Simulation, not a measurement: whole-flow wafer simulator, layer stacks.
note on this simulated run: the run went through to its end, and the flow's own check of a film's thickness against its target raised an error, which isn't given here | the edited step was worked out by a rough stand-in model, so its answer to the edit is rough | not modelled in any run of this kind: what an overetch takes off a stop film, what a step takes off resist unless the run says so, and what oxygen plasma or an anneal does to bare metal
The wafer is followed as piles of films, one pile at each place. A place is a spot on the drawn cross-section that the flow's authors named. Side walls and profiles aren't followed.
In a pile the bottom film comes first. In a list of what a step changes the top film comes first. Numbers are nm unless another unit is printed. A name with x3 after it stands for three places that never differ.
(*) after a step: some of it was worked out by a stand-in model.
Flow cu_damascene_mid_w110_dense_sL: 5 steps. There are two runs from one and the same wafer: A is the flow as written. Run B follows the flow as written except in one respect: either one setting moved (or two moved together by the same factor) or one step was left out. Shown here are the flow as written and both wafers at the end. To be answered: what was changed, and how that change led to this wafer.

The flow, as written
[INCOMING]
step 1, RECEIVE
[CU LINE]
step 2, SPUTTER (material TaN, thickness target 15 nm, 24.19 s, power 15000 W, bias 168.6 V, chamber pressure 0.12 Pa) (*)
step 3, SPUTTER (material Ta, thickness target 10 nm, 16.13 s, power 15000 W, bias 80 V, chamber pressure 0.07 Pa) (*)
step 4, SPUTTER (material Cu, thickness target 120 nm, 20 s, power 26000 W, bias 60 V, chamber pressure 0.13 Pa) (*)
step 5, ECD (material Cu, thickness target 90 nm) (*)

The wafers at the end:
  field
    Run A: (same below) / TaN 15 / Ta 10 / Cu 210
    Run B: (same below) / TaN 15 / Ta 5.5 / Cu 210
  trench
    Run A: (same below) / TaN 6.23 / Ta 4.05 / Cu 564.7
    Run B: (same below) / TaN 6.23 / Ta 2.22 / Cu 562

Cause: step 3, SPUTTER: thickness target 5.5 nm was run, whereas the flow has thickness target 10 nm; step 3, SPUTTER: 8.87 s was run, where the flow has 16.13 s.
The wafer lets one read it off: field has Ta 5.5, and step 3 as written asks for 10 nm.

The path from the change to this, step by step:
  step 3, SPUTTER (material Ta, thickness target 10 nm, 16.13 s, power 15000 W, bias 80 V, chamber pressure 0.07 Pa) (*)
      field: A +10 Ta (new film) | B +5.5 Ta (new film)
      trench: A +4.05 Ta (new film) | B +2.22 Ta (new film)
